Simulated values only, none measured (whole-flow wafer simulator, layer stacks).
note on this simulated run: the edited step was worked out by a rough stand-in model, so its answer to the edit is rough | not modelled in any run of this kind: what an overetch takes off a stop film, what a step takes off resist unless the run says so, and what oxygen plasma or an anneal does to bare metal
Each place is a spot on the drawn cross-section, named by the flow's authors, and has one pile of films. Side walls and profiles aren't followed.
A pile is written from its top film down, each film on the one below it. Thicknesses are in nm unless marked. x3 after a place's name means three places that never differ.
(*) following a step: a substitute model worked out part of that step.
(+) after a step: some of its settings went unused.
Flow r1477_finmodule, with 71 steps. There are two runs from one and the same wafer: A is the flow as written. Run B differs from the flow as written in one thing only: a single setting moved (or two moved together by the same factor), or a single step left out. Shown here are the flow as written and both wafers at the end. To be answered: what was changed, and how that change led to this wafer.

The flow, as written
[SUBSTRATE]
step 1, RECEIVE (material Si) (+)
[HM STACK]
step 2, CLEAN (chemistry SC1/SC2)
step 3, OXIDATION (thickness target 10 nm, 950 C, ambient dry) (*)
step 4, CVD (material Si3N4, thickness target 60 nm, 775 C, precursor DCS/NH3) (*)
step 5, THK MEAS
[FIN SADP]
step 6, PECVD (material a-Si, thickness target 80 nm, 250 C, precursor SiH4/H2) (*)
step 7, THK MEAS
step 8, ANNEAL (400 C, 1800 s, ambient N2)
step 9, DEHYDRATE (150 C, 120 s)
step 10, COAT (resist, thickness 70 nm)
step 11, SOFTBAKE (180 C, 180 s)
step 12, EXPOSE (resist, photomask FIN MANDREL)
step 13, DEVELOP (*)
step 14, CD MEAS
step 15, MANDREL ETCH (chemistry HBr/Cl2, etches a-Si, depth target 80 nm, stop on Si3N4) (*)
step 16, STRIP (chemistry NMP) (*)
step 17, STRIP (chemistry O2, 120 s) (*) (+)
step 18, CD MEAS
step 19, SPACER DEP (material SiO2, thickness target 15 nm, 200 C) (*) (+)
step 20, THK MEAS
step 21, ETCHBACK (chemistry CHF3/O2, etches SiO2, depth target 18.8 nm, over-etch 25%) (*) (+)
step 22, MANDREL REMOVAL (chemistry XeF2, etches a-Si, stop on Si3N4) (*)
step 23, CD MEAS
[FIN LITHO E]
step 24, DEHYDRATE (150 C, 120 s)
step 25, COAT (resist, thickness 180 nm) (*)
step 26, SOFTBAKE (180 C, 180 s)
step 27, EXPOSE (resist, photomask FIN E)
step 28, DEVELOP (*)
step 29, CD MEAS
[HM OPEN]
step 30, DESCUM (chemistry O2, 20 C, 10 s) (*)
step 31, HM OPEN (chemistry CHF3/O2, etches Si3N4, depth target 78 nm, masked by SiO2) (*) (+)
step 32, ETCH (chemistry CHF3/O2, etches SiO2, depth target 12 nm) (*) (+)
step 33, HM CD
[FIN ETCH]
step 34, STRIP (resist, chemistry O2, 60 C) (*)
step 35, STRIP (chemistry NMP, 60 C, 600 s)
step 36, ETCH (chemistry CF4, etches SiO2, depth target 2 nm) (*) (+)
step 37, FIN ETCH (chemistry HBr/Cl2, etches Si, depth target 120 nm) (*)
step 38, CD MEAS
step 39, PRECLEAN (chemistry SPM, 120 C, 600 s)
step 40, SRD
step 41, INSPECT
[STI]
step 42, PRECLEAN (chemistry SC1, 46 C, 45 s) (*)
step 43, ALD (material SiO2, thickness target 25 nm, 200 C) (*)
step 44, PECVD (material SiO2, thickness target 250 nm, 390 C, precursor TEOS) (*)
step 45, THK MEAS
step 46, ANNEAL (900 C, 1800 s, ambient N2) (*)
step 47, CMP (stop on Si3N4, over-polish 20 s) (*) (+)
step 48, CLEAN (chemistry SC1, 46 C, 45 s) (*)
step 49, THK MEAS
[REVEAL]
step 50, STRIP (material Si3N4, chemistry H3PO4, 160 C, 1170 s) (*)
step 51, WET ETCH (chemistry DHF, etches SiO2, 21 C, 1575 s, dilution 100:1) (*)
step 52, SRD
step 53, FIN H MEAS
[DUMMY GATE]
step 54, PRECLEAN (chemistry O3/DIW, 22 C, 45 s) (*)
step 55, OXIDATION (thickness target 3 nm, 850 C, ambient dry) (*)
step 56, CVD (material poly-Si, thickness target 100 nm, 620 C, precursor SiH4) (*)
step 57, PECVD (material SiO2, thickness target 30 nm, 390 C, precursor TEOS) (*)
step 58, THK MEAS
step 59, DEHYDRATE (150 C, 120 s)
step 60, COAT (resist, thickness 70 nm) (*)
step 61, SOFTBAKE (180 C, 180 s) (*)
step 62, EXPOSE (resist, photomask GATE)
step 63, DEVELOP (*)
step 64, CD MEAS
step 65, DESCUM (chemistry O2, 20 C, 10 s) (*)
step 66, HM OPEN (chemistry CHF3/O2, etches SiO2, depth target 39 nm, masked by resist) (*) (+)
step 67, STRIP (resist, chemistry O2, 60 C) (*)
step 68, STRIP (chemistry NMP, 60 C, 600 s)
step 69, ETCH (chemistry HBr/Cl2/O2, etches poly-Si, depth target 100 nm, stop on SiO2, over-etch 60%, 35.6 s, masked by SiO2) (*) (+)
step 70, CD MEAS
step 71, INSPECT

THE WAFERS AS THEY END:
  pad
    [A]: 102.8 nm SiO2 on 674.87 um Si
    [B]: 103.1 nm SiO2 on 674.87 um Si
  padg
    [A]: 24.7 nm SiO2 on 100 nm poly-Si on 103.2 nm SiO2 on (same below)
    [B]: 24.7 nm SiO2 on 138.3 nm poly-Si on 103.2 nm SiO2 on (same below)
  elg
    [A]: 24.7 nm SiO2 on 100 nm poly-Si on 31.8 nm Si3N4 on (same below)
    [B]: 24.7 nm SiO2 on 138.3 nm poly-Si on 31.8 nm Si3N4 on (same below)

Cause: step 56, CVD: thickness target 138.3 nm was run, though the flow has thickness target 100 nm.
The wafer itself shows it: padg has poly-Si 138.3, and step 56 as written asks for 100 nm.

How this came from the change, step by step:
  step 56, CVD (material poly-Si, thickness target 100 nm, 620 C, precursor SiH4) (*)
      pad, padg, elg and 26 more: A +100 poly-Si (new film) | B +138.3 poly-Si (new film)
      s40cg, s40co: A +113.9 poly-Si (new film) | B +152.8 poly-Si (new film)
      (and at 5 other places as well)
  step 67, STRIP (resist, chemistry O2, 60 C) (*)
      s45cg: A -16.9 resist (all of it) | B -16.3 resist (all of it)
      s50cg: A -17.4 resist (all of it) | B -16.7 resist (all of it)
  step 69, ETCH (chemistry HBr/Cl2/O2, etches poly-Si, depth target 100 nm, stop on SiO2, over-etch 60%, 35.6 s, masked by SiO2) (*) (+)
      elo, e40lo, e100lo, e200lo: A -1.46 chemical SiO2 (all of it), -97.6 poly-Si (all of it), -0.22 Si3N4 | B -1.46 chemical SiO2 (all of it), -135.9 poly-Si (all of it)
      s40co: A -1.46 chemical SiO2 (all of it), -111.5 poly-Si (all of it), -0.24 SiO2 | B -1.46 chemical SiO2 (all of it), -150.3 poly-Si (all of it)
      (and at 13 other places as well)
